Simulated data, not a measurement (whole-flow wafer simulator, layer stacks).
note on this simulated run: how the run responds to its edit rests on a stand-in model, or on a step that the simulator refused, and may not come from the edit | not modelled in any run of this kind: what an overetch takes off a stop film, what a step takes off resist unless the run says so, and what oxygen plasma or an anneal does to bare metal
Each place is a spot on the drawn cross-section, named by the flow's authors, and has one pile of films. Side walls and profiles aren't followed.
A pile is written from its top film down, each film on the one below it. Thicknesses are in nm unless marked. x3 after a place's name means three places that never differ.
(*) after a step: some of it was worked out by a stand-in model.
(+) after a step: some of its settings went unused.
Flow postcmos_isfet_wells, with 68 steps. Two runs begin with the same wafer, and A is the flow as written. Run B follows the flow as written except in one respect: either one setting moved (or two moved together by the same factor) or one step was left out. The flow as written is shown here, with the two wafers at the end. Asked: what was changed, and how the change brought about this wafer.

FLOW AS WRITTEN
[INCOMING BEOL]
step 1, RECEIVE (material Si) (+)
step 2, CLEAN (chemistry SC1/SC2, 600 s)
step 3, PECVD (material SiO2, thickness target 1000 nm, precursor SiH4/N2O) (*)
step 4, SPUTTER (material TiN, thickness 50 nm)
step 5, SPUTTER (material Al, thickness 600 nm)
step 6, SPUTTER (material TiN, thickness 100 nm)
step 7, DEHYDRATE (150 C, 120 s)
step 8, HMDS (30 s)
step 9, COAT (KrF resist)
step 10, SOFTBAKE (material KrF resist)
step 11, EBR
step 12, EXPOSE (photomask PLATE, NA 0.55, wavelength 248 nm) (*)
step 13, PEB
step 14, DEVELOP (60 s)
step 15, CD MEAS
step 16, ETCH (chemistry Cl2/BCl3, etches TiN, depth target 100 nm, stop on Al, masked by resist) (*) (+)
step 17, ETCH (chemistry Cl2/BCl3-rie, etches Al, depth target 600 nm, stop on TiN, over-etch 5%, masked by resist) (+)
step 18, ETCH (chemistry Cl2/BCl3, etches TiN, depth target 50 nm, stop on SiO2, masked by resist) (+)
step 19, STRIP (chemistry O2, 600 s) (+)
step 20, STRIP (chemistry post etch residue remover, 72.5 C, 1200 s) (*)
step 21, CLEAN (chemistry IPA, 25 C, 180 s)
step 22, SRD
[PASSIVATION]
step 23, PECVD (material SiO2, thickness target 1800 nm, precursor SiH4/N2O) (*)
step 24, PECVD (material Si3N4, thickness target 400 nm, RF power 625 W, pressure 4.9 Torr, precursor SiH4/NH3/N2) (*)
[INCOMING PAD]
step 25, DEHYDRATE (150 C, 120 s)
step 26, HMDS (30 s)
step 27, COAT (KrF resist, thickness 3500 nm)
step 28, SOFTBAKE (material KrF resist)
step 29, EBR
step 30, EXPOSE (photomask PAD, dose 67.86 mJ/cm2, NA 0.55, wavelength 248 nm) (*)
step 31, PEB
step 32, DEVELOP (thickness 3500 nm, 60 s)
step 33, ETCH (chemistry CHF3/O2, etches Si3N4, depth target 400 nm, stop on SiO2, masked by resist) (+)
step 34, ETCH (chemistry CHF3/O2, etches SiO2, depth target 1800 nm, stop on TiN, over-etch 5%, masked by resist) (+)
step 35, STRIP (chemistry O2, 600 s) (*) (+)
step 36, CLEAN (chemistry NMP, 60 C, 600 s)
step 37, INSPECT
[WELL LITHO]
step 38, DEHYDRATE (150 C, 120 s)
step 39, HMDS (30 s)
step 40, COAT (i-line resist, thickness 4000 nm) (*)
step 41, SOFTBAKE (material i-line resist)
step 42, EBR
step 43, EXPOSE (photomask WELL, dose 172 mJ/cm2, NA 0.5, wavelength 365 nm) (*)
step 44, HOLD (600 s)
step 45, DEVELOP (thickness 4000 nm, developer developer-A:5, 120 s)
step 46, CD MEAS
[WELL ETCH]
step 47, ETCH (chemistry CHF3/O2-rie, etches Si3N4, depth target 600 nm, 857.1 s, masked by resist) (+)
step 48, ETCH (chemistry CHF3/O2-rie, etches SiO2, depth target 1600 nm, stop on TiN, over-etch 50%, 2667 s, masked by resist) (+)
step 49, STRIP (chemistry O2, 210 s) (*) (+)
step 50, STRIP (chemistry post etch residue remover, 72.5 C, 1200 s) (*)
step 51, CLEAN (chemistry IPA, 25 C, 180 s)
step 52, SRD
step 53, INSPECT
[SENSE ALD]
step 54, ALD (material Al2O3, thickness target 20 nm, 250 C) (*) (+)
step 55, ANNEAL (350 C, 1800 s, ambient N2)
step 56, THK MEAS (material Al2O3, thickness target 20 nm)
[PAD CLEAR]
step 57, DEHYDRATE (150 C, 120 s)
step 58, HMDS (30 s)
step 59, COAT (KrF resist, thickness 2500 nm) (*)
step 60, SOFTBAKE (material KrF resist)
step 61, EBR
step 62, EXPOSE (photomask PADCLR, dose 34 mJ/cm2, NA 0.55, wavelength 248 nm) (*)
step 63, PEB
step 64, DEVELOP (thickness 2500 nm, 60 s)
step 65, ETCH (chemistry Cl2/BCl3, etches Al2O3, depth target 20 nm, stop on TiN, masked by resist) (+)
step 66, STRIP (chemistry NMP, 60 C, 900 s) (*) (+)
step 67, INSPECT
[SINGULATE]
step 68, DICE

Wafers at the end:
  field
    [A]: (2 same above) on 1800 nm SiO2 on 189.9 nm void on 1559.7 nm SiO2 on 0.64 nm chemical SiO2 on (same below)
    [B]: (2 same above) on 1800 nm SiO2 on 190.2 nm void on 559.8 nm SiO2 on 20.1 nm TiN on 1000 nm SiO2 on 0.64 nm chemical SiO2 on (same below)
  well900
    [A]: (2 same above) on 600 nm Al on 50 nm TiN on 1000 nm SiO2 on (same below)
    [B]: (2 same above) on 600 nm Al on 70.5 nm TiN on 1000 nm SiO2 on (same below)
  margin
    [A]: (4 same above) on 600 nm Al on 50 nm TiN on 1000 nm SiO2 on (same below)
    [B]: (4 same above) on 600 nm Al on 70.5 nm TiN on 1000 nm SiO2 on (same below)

What caused this: step 4, SPUTTER: thickness 70.5 nm was run, though the flow has thickness 50 nm.
The wafer itself shows it: well900 has TiN 70.5, and step 4 as written asks for 50 nm.

How this came from the change, step by step:
  step 4, SPUTTER (material TiN, thickness 50 nm)
      field, margin, well900, well1300 x3, pad_rim, pad_clr, pad_open: A TiN gains 50 (new film) | B TiN gains 70.5 (new film)
  step 18, ETCH (chemistry Cl2/BCl3, etches TiN, depth target 50 nm, stop on SiO2, masked by resist) (+)
      field: A TiN loses 50 (all of it) | B TiN loses 50
  step 23, PECVD (material SiO2, thickness target 1800 nm, precursor SiH4/N2O) (*)
      field: A SiO2 gains 1800 (new film), void gains 189.9 (new film), SiO2 gains 559.7 | B SiO2 gains 1800 (new film), void gains 190.2 (new film), SiO2 gains 559.8 (new film)
If metal films that touch count as one body, field has 1 body; the flow as written gives 0 bodies.
